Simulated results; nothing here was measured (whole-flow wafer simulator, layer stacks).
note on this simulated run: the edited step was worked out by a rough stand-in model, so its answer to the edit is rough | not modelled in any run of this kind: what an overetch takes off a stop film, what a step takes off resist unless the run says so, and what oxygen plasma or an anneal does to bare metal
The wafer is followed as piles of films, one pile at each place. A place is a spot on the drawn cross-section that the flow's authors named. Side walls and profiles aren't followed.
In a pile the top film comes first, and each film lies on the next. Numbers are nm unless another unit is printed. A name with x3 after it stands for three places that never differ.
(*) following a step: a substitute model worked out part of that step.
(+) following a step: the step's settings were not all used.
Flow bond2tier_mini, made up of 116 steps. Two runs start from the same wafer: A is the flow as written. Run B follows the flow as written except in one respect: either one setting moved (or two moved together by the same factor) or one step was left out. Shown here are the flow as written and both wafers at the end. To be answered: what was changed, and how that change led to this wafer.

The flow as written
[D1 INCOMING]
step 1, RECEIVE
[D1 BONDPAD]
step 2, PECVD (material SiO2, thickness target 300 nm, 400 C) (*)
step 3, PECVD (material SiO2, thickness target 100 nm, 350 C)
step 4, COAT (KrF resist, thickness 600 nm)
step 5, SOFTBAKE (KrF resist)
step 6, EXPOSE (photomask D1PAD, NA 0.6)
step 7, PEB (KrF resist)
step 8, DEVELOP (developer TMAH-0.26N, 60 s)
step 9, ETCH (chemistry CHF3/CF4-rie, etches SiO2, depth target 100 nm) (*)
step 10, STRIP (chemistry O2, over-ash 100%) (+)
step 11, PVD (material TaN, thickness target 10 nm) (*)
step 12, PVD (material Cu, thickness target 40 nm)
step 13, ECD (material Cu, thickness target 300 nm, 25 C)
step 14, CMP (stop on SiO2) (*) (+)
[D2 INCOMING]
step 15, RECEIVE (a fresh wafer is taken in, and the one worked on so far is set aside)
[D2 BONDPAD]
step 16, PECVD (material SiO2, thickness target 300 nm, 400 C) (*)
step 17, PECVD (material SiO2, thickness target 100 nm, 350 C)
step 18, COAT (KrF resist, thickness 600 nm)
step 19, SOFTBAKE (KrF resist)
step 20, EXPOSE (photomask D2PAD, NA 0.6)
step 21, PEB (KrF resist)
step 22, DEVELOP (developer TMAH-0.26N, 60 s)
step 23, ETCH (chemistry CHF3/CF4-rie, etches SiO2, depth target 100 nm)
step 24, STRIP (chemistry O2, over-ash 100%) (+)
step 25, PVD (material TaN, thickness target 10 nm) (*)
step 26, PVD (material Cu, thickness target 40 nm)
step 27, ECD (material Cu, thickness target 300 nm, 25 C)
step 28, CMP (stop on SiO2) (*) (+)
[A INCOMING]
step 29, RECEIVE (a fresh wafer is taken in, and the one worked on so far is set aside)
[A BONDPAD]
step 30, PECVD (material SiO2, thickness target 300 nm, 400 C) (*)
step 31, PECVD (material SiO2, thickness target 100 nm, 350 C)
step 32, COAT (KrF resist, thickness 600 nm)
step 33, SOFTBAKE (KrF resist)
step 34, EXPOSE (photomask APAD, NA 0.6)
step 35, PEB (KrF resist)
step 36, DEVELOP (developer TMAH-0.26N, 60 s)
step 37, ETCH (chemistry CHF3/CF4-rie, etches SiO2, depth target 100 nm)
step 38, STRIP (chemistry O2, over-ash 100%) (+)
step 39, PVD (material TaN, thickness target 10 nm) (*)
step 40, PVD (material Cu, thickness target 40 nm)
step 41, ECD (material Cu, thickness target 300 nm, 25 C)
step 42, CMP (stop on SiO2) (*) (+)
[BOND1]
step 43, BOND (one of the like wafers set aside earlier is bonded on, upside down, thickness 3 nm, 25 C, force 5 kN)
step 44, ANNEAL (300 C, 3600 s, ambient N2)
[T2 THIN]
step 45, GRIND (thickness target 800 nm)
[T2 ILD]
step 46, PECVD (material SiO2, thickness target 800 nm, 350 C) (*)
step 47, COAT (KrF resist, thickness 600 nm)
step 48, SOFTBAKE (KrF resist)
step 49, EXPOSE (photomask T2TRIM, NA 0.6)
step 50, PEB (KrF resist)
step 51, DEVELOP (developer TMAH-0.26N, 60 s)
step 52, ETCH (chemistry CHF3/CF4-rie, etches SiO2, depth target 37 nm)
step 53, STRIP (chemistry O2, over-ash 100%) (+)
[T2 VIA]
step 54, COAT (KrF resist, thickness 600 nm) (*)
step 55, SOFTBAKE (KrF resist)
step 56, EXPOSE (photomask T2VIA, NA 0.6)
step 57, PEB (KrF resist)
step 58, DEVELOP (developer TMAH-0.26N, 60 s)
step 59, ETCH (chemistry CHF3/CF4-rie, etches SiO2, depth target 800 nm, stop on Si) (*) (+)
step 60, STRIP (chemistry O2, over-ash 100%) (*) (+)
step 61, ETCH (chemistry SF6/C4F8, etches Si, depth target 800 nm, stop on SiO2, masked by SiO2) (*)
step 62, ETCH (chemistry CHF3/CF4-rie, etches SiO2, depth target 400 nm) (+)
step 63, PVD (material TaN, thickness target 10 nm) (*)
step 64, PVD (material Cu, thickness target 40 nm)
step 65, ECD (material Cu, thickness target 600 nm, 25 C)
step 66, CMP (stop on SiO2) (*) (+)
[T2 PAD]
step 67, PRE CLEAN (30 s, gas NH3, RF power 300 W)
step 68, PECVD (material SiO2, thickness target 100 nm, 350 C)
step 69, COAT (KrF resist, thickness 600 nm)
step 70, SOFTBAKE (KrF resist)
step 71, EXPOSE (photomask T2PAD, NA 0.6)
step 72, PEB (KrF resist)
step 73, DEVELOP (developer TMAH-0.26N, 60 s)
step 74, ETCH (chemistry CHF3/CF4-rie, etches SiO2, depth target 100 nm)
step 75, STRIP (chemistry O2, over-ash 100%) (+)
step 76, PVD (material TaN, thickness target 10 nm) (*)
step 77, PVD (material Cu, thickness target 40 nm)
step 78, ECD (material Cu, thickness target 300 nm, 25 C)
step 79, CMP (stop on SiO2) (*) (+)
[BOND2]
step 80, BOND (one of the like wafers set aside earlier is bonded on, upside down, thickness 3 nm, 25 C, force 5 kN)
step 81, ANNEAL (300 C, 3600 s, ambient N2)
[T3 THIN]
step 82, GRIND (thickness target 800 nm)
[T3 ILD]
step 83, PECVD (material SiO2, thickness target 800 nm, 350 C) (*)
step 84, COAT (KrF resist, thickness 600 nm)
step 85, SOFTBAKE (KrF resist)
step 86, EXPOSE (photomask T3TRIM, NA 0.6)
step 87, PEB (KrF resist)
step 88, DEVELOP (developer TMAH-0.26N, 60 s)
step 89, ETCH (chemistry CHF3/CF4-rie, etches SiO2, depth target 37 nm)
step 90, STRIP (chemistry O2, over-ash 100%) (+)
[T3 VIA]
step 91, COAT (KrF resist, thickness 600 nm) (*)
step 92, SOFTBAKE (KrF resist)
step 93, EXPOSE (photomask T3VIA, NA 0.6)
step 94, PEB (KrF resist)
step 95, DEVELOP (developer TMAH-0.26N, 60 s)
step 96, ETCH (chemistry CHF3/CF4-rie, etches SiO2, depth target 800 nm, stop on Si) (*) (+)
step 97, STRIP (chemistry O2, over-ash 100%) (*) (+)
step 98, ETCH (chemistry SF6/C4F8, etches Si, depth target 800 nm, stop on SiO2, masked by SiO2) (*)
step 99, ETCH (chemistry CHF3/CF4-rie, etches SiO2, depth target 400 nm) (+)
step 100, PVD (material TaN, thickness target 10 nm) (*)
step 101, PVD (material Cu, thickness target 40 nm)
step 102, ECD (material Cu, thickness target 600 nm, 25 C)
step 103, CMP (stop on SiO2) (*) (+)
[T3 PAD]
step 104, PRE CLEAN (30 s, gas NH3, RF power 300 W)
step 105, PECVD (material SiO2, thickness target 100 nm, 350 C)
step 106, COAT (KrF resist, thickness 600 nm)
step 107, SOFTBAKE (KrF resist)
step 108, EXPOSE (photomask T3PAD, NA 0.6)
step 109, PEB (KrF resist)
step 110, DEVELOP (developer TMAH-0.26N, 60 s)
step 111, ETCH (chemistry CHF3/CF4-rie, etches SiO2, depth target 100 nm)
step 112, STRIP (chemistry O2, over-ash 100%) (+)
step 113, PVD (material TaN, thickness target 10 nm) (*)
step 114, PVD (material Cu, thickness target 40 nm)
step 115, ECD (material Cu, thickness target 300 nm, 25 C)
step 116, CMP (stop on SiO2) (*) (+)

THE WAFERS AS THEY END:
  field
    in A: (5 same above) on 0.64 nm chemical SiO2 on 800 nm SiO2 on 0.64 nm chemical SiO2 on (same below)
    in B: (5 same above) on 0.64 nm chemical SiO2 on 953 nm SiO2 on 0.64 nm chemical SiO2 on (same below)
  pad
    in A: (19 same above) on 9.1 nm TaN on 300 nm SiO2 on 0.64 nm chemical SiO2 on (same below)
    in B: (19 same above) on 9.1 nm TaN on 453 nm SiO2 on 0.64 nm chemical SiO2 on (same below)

Cause: step 30, PECVD: thickness target 453 nm was run, whereas the flow has thickness target 300 nm.
One can read it off the wafer: pad has SiO2 453, and step 30 as written asks for 300 nm.

How this came from the change, step by step:
  step 30, PECVD (material SiO2, thickness target 300 nm, 400 C) (*)
      field, pad, via: A +300 SiO2 (new film) | B +453 SiO2 (new film)
